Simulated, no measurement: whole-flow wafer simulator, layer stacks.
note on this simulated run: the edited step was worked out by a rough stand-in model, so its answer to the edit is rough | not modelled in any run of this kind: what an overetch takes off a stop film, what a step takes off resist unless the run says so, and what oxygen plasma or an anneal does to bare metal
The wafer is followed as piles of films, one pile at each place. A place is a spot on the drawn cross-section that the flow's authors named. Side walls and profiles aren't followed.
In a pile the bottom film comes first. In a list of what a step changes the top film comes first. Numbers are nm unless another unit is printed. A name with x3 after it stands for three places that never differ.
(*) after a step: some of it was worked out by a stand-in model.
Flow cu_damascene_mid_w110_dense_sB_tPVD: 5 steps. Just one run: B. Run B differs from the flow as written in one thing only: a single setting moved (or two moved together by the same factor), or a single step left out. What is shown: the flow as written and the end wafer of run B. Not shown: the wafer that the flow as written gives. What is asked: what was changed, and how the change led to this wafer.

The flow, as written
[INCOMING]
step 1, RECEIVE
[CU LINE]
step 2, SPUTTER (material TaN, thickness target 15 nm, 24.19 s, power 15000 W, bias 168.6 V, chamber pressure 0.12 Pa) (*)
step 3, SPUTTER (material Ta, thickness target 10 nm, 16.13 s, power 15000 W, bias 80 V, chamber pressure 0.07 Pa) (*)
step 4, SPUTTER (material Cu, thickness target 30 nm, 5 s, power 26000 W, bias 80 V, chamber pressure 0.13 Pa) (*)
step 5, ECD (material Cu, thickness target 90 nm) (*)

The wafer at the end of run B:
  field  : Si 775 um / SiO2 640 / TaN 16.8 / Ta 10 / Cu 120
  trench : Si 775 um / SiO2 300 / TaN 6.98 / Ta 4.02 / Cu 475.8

The reason: step 2, SPUTTER: power 16800 W was run, though the flow has power 15000 W.

The path from the change to this, step by step:
  step 2, SPUTTER (material TaN, thickness target 15 nm, 24.19 s, power 15000 W, bias 168.6 V, chamber pressure 0.12 Pa) (*)
      field: TaN gains 16.8 (new film) (as written it would have been: TaN gains 15 (new film))
      trench: TaN gains 6.98 (new film) (as written it would have been: TaN gains 6.23 (new film))
